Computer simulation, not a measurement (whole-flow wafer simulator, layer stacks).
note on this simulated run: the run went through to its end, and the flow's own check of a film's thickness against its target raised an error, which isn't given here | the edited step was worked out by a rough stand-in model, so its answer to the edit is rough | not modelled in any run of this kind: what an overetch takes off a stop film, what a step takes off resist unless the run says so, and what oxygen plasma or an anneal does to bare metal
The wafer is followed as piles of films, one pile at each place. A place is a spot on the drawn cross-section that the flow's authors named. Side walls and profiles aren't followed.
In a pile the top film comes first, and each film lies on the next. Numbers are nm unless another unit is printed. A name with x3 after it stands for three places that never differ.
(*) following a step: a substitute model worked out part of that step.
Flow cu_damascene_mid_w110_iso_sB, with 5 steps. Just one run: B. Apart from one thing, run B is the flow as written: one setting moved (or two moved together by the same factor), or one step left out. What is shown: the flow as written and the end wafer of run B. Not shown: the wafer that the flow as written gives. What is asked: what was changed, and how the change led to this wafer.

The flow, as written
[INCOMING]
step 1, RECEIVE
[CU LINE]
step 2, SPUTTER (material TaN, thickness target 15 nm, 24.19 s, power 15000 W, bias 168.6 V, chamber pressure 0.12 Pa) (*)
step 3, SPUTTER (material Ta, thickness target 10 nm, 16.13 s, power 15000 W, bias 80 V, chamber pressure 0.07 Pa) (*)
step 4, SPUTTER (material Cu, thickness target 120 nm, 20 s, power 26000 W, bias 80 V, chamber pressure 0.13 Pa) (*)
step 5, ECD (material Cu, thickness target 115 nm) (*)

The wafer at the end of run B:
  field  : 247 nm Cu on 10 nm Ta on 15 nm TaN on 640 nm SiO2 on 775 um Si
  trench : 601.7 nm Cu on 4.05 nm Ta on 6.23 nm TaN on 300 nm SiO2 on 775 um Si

What caused this: step 4, SPUTTER: thickness target 132 nm was run, while the flow as written has thickness target 120 nm; step 4, SPUTTER: 22 s was run, where the flow has 20 s.

Step by step, how the change led to this:
  step 4, SPUTTER (material Cu, thickness target 120 nm, 20 s, power 26000 W, bias 80 V, chamber pressure 0.13 Pa) (*)
      field: +132 Cu (new film) (in the flow as written it would be: +120 Cu (new film))
      trench: +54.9 Cu (new film) (in the flow as written it would be: +49.9 Cu (new film))
